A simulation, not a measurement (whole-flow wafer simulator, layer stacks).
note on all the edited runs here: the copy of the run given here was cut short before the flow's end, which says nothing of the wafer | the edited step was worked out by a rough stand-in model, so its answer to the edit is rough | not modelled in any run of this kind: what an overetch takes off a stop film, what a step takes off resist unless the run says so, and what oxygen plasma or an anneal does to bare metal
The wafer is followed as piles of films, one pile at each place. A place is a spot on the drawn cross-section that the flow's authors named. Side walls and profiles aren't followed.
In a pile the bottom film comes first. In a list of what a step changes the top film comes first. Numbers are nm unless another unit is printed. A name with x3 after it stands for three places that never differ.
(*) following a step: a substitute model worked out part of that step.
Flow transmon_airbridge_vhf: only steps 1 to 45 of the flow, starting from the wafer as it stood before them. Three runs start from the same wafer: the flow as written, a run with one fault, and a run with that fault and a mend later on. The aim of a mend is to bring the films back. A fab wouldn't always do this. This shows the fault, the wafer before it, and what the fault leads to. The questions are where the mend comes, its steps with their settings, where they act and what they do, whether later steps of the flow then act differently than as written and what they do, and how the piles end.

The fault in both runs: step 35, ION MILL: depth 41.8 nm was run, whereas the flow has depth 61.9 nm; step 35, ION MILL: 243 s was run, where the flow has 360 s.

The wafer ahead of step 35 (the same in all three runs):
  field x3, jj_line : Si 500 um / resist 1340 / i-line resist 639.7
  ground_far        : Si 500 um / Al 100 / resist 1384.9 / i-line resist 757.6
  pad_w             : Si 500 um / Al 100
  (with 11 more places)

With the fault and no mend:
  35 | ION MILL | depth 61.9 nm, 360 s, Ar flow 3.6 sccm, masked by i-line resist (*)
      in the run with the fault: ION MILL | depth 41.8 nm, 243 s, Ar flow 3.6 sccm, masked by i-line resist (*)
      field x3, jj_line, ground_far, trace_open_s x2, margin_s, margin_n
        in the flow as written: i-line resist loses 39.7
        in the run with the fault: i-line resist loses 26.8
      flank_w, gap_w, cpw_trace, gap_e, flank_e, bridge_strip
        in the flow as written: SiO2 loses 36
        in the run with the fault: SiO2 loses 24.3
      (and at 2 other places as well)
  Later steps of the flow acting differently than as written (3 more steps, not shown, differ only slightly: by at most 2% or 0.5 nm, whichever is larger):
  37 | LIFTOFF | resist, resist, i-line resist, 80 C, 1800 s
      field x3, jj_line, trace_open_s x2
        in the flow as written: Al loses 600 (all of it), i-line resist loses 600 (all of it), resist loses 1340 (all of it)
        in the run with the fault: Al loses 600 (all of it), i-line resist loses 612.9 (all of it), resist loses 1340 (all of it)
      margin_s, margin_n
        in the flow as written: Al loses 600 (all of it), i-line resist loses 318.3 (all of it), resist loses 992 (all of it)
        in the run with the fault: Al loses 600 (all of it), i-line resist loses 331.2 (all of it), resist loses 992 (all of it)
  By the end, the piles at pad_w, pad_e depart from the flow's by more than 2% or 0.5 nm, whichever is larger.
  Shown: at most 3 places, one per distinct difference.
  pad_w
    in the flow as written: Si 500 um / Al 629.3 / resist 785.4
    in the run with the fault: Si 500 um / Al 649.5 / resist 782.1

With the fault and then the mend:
  The mend stands after step 35.
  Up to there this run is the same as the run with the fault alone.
  35a | ION MILL | depth 20.1 nm, 116.9 s, Ar flow 3.6 sccm, masked by i-line resist (*) (the flow's step 35, run once more with other settings)
      field x3, jj_line, ground_far, trace_open_s x2, margin_s, margin_n
        i-line resist loses 12.9
      flank_w, gap_w, cpw_trace, gap_e, flank_e, bridge_strip
        SiO2 loses 11.7
      pad_w, pad_e
        Al loses 20.1
  Every later step of the flow that is run acts as written at every place that is followed.
  At the end the piles are close to the flow's at the places that both follow, differing by at most 2% or 0.5 nm, whichever is larger.
